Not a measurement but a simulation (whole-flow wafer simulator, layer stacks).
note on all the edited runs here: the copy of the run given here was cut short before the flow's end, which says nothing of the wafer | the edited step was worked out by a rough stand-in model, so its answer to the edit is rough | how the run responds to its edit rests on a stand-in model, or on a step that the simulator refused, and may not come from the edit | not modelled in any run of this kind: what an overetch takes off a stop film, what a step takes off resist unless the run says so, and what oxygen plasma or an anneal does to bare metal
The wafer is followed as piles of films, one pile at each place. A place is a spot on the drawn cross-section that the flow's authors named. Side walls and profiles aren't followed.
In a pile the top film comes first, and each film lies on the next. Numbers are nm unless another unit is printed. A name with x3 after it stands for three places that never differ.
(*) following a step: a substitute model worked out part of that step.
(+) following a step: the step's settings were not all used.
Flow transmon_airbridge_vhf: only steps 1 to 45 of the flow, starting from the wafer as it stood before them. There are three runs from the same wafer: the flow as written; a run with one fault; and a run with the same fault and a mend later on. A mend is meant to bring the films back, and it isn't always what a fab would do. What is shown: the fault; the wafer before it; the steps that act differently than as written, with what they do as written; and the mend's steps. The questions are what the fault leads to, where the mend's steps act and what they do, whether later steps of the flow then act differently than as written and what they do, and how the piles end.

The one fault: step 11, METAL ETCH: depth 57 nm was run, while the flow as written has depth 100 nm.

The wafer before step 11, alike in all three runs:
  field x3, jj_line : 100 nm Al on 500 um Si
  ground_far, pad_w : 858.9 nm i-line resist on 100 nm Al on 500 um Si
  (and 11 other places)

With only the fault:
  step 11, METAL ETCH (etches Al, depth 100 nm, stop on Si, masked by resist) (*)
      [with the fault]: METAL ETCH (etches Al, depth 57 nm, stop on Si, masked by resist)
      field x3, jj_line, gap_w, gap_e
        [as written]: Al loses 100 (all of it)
        [with the fault]: Al loses 57
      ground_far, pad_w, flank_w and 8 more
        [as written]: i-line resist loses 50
        [with the fault]: i-line resist loses 28.5
  Steps later in the flow that act otherwise than as written (not shown: 14 more steps that differ only slightly, by at most 2% or 0.5 nm, whichever is larger):
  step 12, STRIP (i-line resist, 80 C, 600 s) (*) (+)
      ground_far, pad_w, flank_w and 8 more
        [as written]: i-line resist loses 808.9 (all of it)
        [with the fault]: i-line resist loses 830.4 (all of it)
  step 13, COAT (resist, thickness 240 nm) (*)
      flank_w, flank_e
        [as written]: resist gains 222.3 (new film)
        [with the fault]: resist gains 229.4 (new film)
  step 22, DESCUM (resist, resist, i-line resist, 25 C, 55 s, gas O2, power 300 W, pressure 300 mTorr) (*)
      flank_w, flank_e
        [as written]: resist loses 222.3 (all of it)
        [with the fault]: resist loses 229.4 (all of it)
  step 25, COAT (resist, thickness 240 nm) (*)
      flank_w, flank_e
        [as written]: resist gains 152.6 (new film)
        [with the fault]: resist gains 157.5 (new film)
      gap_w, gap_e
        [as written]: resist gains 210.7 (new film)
        [with the fault]: resist gains 206.1 (new film)
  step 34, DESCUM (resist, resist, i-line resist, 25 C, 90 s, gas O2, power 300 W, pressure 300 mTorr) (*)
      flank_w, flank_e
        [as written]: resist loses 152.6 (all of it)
        [with the fault]: resist loses 157.5 (all of it)
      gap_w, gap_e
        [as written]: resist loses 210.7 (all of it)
        [with the fault]: resist loses 206.1 (all of it)
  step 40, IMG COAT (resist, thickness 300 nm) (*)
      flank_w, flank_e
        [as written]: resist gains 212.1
        [with the fault]: resist gains 218.8
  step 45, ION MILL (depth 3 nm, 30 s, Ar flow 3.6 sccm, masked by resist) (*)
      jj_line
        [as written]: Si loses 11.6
        [with the fault]: Al loses 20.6
  At field x3, jj_line, gap_w, gap_e, the piles at the end differ from the flow's by more than 2% or 0.5 nm, whichever is larger.
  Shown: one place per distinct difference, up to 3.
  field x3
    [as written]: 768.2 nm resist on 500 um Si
    [with the fault]: 768.2 nm resist on 43 nm Al on 500 um Si
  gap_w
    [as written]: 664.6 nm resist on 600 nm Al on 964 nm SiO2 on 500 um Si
    [with the fault]: 652.7 nm resist on 600 nm Al on 964 nm SiO2 on 43 nm Al on 500 um Si
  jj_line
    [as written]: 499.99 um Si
    [with the fault]: 22.4 nm Al on 500 um Si

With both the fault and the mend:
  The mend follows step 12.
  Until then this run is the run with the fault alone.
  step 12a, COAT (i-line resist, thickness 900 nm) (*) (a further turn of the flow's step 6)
      field x3, jj_line, trace_open_s x2, margin_s, bridge_strip, margin_n
        i-line resist gains 900 (new film)
      pad_w, pad_e
        i-line resist gains 893 (new film)
      flank_w, flank_e
        i-line resist gains 886.6 (new film)
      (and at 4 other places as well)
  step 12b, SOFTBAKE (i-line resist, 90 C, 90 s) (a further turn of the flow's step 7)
      flank_w, flank_e
        i-line resist loses 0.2
      gap_w, gap_e
        i-line resist gains 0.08
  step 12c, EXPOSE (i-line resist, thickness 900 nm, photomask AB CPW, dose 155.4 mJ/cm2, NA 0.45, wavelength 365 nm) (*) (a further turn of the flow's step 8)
      does not change any film at any place that is followed
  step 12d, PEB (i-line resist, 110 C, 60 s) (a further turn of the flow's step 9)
      field x3, jj_line, trace_open_s x2, margin_s, bridge_strip, margin_n
        i-line resist loses 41
      pad_w, pad_e
        i-line resist loses 40.7
      flank_w, flank_e
        i-line resist loses 40.4
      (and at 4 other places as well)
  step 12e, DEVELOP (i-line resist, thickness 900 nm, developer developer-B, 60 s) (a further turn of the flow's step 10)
      pad_w, cpw_trace, pad_e, trace_open_s x2, margin_s, bridge_strip, margin_n
        i-line resist loses 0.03
      field x3, jj_line
        i-line resist loses 859 (all of it)
      gap_w, gap_e
        i-line resist loses 888.7 (all of it)
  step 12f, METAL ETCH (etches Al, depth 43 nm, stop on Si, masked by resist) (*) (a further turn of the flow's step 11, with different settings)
      ground_far, pad_w, flank_w and 8 more
        i-line resist loses 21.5
      field x3, jj_line, gap_w, gap_e
        Al loses 43 (all of it)
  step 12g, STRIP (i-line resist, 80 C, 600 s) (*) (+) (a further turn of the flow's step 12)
      trace_open_s x2, margin_s, bridge_strip, margin_n
        i-line resist loses 837.4 (all of it)
      pad_w, pad_e
        i-line resist loses 830.7 (all of it)
      flank_w, flank_e
        i-line resist loses 824.5 (all of it)
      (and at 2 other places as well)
  Later steps of the flow that are run all act as written at every place that is followed.
  The piles end the same as the flow's at every place that both follow.
